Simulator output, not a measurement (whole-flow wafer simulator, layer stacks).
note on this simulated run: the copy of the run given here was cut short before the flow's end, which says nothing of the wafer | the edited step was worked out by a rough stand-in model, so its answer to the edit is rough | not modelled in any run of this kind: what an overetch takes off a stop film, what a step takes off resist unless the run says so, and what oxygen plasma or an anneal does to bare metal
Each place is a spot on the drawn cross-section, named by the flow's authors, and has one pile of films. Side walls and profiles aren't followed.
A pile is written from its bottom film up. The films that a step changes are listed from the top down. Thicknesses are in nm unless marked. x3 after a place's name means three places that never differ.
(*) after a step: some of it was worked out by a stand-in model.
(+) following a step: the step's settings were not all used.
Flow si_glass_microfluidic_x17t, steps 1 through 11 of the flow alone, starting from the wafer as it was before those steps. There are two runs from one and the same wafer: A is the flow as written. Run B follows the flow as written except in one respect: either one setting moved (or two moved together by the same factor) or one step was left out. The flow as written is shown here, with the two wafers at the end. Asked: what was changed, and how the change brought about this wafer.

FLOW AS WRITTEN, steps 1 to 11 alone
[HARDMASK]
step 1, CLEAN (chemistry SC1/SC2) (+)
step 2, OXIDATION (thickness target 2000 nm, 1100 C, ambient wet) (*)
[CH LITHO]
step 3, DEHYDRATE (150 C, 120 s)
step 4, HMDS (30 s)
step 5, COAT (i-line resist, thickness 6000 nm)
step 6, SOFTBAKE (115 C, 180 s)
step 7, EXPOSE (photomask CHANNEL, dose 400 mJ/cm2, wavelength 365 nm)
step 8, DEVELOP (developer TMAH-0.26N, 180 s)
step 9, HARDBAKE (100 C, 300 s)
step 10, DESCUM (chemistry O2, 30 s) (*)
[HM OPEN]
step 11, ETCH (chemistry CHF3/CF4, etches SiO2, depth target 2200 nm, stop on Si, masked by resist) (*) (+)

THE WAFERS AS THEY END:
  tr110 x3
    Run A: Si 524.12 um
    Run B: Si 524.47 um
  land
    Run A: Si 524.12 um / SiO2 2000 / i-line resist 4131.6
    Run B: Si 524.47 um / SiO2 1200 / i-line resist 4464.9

The reason: step 2, OXIDATION: thickness target 1200 nm was run, while the flow as written has thickness target 2000 nm.
The wafer itself shows it: land has SiO2 1200, and step 2 as written asks for 2000 nm.

How this came from the change, step by step:
  step 2, OXIDATION (thickness target 2000 nm, 1100 C, ambient wet) (*)
      land, tr110 x3: A +2000 SiO2 (new film), -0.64 chemical SiO2 (all of it), -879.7 Si | B +1200 SiO2 (new film), -0.64 chemical SiO2 (all of it), -527.7 Si
  step 11, ETCH (chemistry CHF3/CF4, etches SiO2, depth target 2200 nm, stop on Si, masked by resist) (*) (+)
      tr110 x3: A -2000 SiO2 (all of it) | B -1200 SiO2 (all of it)
      land: A -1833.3 i-line resist | B -1500 i-line resist
